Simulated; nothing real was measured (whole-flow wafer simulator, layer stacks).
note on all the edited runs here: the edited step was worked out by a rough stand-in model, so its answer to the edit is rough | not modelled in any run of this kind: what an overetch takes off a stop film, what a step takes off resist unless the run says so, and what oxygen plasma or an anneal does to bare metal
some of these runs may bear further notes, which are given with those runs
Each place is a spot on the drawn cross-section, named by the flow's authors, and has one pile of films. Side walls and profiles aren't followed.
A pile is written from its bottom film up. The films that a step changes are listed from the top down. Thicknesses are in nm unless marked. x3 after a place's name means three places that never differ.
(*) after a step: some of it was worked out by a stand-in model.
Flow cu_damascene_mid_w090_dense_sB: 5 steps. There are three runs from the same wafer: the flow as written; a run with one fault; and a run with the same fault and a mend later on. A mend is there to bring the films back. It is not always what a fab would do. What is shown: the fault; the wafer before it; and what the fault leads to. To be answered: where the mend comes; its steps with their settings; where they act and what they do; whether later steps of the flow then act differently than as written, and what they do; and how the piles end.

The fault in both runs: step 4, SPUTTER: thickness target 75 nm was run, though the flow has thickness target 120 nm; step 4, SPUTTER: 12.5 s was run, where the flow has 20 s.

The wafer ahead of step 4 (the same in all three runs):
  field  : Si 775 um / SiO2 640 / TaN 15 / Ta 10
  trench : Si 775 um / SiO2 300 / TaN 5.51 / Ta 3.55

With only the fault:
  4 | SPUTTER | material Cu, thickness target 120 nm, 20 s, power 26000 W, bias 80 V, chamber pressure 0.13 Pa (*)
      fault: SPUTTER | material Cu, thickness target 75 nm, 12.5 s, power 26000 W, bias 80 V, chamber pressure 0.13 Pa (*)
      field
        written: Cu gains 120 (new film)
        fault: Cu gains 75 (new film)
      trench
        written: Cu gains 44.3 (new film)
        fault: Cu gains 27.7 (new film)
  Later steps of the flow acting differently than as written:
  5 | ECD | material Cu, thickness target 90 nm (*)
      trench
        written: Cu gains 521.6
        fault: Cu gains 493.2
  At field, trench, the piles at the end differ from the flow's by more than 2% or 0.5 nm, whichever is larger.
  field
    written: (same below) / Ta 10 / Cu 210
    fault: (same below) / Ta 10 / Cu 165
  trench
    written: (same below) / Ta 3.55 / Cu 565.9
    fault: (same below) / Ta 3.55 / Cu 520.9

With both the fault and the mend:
  After step 4 comes the mend.
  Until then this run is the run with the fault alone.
  4a | SPUTTER | material Cu, thickness target 45 nm, 7.5 s, power 26000 W, bias 80 V, chamber pressure 0.13 Pa (*) (the flow's step 4 again, with other settings)
      field
        Cu gains 45
      trench
        Cu gains 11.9
  None of the later steps of the flow differs from how it acts as written, at any place that is followed, by more than 2% or 0.5 nm, whichever is larger.
  The piles end the same as the flow's at every place that both follow.
